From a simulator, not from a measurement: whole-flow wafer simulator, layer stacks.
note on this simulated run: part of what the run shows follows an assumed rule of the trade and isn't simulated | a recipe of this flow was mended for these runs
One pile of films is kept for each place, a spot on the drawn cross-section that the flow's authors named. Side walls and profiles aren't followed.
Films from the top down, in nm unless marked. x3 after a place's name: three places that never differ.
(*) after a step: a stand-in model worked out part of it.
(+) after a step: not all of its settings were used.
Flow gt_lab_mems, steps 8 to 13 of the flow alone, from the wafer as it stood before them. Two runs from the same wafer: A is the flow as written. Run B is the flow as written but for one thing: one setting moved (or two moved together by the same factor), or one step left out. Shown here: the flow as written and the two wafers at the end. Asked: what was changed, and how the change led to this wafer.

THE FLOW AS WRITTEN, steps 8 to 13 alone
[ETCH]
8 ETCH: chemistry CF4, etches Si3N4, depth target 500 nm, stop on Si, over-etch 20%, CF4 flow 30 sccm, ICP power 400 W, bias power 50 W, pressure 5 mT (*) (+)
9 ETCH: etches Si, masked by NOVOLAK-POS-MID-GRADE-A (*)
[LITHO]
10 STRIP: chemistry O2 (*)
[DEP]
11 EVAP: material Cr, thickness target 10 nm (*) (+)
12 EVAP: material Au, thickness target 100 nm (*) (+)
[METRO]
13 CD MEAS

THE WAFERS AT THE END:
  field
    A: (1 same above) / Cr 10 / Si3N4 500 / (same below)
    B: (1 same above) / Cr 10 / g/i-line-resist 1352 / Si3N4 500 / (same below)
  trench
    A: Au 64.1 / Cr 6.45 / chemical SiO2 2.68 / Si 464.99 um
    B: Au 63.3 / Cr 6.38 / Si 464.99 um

The cause: step 10, STRIP: chemistry O2 (*), was left out.

How the change led to this, step by step:
  (no step that both runs have acts differently by more than 2% or 0.5 nm, whichever is larger)
